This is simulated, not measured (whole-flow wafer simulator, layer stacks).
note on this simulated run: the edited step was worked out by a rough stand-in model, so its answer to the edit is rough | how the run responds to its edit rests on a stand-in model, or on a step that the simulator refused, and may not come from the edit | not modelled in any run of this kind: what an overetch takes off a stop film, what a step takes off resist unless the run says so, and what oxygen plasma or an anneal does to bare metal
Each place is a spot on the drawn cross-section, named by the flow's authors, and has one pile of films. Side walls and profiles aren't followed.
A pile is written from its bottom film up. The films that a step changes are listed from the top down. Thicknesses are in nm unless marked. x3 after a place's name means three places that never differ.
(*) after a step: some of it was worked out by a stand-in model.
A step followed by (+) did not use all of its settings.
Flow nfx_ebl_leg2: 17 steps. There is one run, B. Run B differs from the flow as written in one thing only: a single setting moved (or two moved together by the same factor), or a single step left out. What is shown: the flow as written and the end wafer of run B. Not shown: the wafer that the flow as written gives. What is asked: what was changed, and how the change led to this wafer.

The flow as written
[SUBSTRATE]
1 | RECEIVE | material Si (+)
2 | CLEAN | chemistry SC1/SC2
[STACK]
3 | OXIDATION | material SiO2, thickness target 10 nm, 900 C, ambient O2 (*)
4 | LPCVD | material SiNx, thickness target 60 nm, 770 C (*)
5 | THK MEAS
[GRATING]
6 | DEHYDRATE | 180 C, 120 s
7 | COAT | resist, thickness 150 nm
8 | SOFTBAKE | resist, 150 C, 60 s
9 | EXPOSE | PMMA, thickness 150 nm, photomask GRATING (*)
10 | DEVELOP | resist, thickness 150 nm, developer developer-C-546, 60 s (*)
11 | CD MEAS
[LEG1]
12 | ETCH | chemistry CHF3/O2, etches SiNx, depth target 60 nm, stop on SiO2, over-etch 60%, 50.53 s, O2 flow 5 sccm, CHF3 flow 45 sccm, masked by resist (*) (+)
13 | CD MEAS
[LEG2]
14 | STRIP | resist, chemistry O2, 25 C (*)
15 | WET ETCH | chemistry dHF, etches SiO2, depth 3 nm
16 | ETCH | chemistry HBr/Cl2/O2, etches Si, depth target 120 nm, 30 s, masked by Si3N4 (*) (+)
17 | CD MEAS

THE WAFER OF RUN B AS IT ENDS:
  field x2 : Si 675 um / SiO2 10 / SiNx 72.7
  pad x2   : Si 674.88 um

What caused this: step 4, LPCVD: thickness target 79.5 nm was run, whereas the flow has thickness target 60 nm.

How this came from the change, step by step:
  4 | LPCVD | material SiNx, thickness target 60 nm, 770 C (*)
      field x2, pad x2: SiNx gains 79.5 (new film) (it would be, as written: SiNx gains 60 (new film))
  12 | ETCH | chemistry CHF3/O2, etches SiNx, depth target 60 nm, stop on SiO2, over-etch 60%, 50.53 s, O2 flow 5 sccm, CHF3 flow 45 sccm, masked by resist (*) (+)
      pad x2: SiNx loses 79.5 (all of it), SiO2 loses 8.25 (it would be, as written: SiNx loses 60 (all of it), SiO2 loses 10 (all of it))
  14 | STRIP | resist, chemistry O2, 25 C (*)
      pad x2: nothing (it would be, as written: chemical SiO2 gains 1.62 (new film), Si loses 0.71)
  15 | WET ETCH | chemistry dHF, etches SiO2, depth 3 nm
      pad x2: SiO2 loses 1.75 (all of it) (it would be, as written: chemical SiO2 loses 1.62 (all of it))
